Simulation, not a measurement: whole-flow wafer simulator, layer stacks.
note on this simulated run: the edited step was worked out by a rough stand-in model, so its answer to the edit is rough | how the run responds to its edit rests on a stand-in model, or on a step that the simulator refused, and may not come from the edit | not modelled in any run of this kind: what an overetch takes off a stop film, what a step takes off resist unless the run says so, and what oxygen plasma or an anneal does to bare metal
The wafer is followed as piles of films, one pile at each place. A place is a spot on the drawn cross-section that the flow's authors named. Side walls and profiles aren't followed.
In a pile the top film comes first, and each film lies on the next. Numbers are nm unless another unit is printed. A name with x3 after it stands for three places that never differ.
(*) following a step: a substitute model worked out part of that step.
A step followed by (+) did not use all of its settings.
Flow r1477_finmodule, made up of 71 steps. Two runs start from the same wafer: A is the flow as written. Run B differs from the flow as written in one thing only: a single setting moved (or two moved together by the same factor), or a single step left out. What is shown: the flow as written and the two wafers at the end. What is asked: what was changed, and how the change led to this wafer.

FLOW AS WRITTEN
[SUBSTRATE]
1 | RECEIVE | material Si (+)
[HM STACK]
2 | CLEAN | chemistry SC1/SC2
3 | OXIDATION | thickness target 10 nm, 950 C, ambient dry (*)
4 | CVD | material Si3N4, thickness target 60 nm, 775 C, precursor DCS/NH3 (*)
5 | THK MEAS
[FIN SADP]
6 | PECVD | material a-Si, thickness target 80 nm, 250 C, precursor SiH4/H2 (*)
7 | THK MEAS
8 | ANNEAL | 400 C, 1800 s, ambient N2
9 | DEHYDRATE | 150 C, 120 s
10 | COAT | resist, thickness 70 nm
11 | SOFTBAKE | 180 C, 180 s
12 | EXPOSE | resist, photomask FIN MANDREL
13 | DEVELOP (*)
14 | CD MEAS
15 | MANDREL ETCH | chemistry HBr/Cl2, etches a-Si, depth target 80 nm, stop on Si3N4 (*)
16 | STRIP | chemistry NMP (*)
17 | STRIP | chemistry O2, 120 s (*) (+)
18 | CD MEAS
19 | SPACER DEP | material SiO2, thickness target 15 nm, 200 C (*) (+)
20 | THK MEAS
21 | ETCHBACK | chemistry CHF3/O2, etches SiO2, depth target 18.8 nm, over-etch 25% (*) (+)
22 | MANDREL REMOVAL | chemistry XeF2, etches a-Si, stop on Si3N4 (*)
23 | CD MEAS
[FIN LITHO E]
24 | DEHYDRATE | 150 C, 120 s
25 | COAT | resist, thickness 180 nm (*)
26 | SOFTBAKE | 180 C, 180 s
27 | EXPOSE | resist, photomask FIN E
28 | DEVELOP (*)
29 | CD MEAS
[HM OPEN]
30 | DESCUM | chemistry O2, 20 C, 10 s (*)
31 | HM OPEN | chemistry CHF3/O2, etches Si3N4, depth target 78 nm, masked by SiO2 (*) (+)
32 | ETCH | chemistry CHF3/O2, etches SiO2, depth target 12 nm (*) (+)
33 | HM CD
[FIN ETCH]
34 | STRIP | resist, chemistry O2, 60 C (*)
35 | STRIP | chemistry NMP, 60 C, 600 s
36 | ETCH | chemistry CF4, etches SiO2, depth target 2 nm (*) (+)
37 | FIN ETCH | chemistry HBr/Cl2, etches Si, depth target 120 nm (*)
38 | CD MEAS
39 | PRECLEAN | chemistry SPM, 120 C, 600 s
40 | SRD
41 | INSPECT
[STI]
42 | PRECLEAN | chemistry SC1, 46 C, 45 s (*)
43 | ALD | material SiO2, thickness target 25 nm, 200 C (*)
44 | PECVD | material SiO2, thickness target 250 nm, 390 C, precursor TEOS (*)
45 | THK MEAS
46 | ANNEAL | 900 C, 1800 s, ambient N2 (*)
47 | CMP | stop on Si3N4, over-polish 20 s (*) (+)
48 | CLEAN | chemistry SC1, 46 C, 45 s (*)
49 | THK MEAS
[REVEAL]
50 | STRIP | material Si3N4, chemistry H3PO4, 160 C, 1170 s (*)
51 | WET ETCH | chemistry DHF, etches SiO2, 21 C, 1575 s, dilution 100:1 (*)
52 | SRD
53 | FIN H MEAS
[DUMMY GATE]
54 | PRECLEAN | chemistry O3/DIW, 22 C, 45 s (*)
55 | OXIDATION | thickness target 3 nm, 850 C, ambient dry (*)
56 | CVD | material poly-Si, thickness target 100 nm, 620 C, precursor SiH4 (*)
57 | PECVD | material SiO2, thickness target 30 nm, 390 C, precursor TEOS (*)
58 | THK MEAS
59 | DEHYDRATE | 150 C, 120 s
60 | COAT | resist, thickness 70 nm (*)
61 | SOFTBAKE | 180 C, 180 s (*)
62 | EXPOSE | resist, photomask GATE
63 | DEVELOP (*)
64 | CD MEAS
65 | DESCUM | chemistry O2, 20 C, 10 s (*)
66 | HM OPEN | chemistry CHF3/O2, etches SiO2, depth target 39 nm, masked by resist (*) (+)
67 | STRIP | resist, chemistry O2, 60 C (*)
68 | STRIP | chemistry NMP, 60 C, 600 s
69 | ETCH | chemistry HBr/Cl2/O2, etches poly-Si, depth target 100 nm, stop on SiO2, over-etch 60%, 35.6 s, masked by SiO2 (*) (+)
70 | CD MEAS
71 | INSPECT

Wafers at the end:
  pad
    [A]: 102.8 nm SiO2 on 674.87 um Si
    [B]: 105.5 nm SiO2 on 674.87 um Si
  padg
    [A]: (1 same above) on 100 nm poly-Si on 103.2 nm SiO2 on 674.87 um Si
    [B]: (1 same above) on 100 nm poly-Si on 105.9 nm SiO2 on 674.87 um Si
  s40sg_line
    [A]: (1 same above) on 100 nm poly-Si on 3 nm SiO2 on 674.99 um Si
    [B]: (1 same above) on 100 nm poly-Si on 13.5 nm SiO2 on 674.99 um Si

Cause: step 55, OXIDATION: 977 C was run, whereas the flow has 850 C.

How this came from the change, step by step:
  55 | OXIDATION | thickness target 3 nm, 850 C, ambient dry (*)
      pad, padg, e40sg and 11 more: A SiO2 gains 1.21, chemical SiO2 loses 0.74 (all of it), Si loses 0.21 | B SiO2 gains 3.86, chemical SiO2 loses 0.74 (all of it), Si loses 1.37
      esg, s40cg, s45cg, s50cg, s40co, s45co, s50co: A SiO2 gains 1.2, chemical SiO2 loses 0.74 (all of it), Si loses 0.2 | B SiO2 gains 3.78, chemical SiO2 loses 0.74 (all of it), Si loses 1.34
      (also at 7 further places)
  56 | CVD | material poly-Si, thickness target 100 nm, 620 C, precursor SiH4 (*)
      s40cg, s40co: A poly-Si gains 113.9 (new film) | B poly-Si gains 120.4 (new film)
      s45cg, s45co: A poly-Si gains 113.4 (new film) | B poly-Si gains 117.8 (new film)
      (also at 2 further places)
  60 | COAT | resist, thickness 70 nm (*)
      s40cg, s40co: A resist gains 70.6 (new film) | B resist gains 68.9 (new film)
      s40sg, s40so: A resist gains 91 (new film) | B resist gains 95.7 (new film)
      (also at 4 further places)
  63 | DEVELOP (*)
      s40co: A resist loses 70.6 (all of it) | B resist loses 68.9 (all of it)
      s40so: A resist loses 91 (all of it) | B resist loses 95.7 (all of it)
      (also at 2 further places)
  67 | STRIP | resist, chemistry O2, 60 C (*)
      s40cg: A resist loses 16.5 (all of it) | B resist loses 14.8 (all of it)
      s40sg: A resist loses 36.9 (all of it) | B resist loses 41.6 (all of it)
      (also at 2 further places)
  69 | ETCH | chemistry HBr/Cl2/O2, etches poly-Si, depth target 100 nm, stop on SiO2, over-etch 60%, 35.6 s, masked by SiO2 (*) (+)
      s40co: A chemical SiO2 loses 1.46 (all of it), poly-Si loses 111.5 (all of it), SiO2 loses 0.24 | B chemical SiO2 loses 1.45 (all of it), poly-Si loses 117.9 (all of it), SiO2 loses 0.21
      s45co: A chemical SiO2 loses 1.46 (all of it), poly-Si loses 110.9 (all of it), SiO2 loses 0.25 | B chemical SiO2 loses 1.45 (all of it), poly-Si loses 115.4 (all of it), SiO2 loses 0.22
      (also at 1 further place)
